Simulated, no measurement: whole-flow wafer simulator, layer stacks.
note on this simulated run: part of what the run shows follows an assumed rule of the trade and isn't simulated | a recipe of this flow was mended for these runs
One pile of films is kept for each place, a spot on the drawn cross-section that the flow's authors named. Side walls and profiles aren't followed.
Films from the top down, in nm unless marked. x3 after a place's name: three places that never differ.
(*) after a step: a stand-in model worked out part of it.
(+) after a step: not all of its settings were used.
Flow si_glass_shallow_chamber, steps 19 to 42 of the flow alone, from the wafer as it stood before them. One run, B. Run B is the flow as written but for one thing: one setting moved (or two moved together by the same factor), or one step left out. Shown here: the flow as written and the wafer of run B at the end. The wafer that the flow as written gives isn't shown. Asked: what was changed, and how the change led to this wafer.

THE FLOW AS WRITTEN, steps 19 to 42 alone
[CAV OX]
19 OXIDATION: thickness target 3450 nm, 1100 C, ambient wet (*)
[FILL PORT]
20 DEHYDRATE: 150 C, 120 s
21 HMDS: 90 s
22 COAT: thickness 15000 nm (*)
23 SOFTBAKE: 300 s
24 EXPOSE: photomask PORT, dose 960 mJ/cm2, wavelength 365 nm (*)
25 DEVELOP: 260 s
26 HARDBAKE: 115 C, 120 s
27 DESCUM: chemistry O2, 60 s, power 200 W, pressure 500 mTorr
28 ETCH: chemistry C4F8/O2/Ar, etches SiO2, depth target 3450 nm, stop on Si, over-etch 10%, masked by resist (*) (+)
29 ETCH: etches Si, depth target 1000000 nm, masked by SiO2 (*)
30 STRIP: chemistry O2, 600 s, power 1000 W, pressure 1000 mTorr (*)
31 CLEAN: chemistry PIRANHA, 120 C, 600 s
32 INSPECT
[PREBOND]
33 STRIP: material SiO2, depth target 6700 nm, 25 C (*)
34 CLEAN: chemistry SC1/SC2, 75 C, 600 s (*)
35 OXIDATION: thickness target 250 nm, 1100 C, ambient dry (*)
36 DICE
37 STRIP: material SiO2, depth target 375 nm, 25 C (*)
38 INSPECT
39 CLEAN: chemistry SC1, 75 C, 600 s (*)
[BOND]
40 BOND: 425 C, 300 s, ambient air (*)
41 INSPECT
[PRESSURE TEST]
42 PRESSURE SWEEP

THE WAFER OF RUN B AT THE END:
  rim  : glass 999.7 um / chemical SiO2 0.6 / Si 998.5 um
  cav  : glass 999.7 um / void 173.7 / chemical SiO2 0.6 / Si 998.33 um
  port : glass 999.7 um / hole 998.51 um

The cause: step 19, OXIDATION: 770 C was run, where the flow has 1100 C.

How the change led to this, step by step:
  19 OXIDATION: thickness target 3450 nm, 1100 C, ambient wet (*)
      rim, ramp, septum, ring: SiO2 +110, Si -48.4 (as written it would be: SiO2 +1110.9, Si -488.8)
      cav, port: SiO2 +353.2 (new film), chemical SiO2 -0.6 (all of it), Si -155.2 (as written it would be: SiO2 +3450 (new film), chemical SiO2 -0.6 (all of it), Si -1517.7)
  22 COAT: thickness 15000 nm (*)
      rim: thick-i-line-resist +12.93 um (new film) (as written it would be: thick-i-line-resist +13.4 um (new film))
      ramp: thick-i-line-resist +12.26 um (new film) (as written it would be: thick-i-line-resist +12.89 um (new film))
      (and at 4 more places)
  23 SOFTBAKE: 300 s
      rim: thick-i-line-resist -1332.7 (as written it would be: thick-i-line-resist -997)
      ramp: thick-i-line-resist -669.1 (as written it would be: thick-i-line-resist -487.1)
      (and at 4 more places)
  25 DEVELOP: 260 s
      port: thick-i-line-resist -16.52 um (all of it) (as written it would be: thick-i-line-resist -16.16 um (all of it))
  26 HARDBAKE: 115 C, 120 s
      rim, ramp: thick-i-line-resist -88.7 (as written it would be: thick-i-line-resist -98.2)
      cav: thick-i-line-resist -152.2 (as written it would be: thick-i-line-resist -147.1)
  28 ETCH: chemistry C4F8/O2/Ar, etches SiO2, depth target 3450 nm, stop on Si, over-etch 10%, masked by resist (*) (+)
      rim, ramp, cav, septum, ring: thick-i-line-resist -77.7 (as written it would be: thick-i-line-resist -759)
      port: SiO2 -353.2 (all of it), Si -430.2 (as written it would be: SiO2 -3450 (all of it), Si -43.1)
  29 ETCH: etches Si, depth target 1000000 nm, masked by SiO2 (*)
      rim, ramp: thick-i-line-resist -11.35 um (all of it), SiO2 -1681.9 (as written it would be: thick-i-line-resist -11.47 um (all of it), SiO2 -1617.3)
      port: hole +998.02 um (new film), Si -998.02 um (all of it) (as written it would be: hole +997.05 um (new film), Si -997.05 um (all of it))
      (and at 2 more places)
  30 STRIP: chemistry O2, 600 s, power 1000 W, pressure 1000 mTorr (*)
      cav: thick-i-line-resist -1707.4 (all of it) (as written it would be: thick-i-line-resist -669.6 (all of it))
  33 STRIP: material SiO2, depth target 6700 nm, 25 C (*)
      rim, ramp: SiO2 -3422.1 (all of it) (as written it would be: SiO2 -4487.5 (all of it))
      cav: SiO2 -353.2 (all of it) (as written it would be: SiO2 -3450 (all of it))
      (and at 2 more places)
  40 BOND: 425 C, 300 s, ambient air (*)
      cav: glass +999.7 um (new film), void +173.7 (new film) (as written it would be: glass +999.7 um (new film), void +1095.9 (new film))
      port: glass +999.7 um (new film), hole +482.1 (as written it would be: glass +999.7 um (new film), hole +1017.3)
